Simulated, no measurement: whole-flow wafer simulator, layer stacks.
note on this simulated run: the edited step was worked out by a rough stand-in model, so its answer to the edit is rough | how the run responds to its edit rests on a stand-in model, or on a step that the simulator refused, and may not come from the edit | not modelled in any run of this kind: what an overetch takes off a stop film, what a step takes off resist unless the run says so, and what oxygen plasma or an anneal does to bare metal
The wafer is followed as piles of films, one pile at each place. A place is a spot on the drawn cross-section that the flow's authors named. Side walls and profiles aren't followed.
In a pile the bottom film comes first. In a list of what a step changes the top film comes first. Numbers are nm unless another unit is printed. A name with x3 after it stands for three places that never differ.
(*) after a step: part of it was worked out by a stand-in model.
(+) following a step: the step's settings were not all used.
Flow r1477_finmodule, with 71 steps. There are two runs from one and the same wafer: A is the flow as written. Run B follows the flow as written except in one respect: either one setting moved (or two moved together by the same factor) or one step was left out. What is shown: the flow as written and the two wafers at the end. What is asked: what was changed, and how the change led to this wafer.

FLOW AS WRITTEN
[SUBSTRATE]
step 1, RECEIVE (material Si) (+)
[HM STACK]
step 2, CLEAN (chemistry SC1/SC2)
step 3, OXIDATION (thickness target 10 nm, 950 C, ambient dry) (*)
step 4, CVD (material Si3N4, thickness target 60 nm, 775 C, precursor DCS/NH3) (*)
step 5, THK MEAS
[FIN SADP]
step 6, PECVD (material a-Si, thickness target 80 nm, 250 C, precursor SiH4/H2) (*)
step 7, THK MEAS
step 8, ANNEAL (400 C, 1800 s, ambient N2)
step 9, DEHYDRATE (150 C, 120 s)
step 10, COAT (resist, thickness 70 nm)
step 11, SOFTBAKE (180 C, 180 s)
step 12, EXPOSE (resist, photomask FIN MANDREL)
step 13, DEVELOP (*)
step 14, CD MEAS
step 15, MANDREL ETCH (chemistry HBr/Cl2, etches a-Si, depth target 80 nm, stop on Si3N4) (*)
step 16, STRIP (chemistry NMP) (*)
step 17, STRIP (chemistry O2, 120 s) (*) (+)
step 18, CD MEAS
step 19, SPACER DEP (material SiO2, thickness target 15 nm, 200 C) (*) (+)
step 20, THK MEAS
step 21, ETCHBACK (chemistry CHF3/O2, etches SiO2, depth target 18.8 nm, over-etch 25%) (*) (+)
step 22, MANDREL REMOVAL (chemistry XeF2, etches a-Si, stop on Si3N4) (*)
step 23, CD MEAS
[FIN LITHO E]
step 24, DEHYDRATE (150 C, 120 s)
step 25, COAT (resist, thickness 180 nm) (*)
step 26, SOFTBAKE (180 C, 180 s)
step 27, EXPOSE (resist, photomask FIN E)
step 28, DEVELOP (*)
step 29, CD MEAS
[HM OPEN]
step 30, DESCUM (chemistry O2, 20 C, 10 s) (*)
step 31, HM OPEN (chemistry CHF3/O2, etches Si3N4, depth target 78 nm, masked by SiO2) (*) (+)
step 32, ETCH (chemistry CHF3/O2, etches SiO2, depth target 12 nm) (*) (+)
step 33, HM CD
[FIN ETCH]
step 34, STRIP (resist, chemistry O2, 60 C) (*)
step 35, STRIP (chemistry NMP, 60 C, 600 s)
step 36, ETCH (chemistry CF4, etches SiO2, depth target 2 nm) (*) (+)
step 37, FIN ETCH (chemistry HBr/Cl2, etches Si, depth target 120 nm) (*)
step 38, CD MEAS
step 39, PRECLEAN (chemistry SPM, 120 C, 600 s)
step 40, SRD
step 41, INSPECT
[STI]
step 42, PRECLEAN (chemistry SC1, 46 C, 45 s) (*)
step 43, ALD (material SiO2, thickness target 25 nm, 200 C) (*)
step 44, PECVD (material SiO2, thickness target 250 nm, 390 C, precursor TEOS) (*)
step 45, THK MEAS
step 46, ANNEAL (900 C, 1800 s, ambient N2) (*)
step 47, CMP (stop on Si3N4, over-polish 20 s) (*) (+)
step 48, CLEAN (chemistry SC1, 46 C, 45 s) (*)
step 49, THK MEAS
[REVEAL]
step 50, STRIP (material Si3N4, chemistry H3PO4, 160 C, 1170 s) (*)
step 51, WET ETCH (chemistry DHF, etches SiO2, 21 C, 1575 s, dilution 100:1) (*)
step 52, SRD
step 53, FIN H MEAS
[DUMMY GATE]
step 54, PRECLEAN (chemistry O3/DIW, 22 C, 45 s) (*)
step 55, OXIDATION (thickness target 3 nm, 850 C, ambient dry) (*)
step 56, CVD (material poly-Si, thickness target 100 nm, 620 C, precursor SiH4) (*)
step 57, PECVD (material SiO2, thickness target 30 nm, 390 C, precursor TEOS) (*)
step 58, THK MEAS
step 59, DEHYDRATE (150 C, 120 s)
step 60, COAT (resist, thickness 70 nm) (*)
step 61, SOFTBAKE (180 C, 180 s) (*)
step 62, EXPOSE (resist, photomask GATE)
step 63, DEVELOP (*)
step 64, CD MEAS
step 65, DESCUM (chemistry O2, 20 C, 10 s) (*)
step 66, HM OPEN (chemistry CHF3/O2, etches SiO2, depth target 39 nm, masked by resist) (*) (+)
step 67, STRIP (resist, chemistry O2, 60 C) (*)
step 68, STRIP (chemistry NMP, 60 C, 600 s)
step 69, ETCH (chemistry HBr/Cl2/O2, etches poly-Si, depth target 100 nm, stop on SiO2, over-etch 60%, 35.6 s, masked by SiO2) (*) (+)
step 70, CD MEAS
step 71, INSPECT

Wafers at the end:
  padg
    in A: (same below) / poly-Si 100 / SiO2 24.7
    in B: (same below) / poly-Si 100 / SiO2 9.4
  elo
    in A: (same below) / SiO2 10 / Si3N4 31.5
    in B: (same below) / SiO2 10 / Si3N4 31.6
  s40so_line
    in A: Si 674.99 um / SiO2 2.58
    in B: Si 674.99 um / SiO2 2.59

Cause: step 57, PECVD: thickness target 14.7 nm was run, whereas the flow has thickness target 30 nm.

How this came from the change, step by step:
  step 57, PECVD (material SiO2, thickness target 30 nm, 390 C, precursor TEOS) (*)
      pad, padg, elg and 33 more: A +30 SiO2 (new film) | B +14.7 SiO2 (new film)
  step 66, HM OPEN (chemistry CHF3/O2, etches SiO2, depth target 39 nm, masked by resist) (*) (+)
      pad, elo, eso and 15 more: A -30 SiO2 (all of it), -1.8 poly-Si | B -14.7 SiO2 (all of it), -1.47 poly-Si
      padg, elg, esg and 15 more: A -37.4 resist | B -21.1 resist
  step 67, STRIP (resist, chemistry O2, 60 C) (*)
      padg, elg, esg: A -15.9 resist (all of it) | B -32.1 resist (all of it)
      e40lg, e100lg, e200lg: A -12.8 resist (all of it) | B -29 resist (all of it)
      (also at 12 further places)
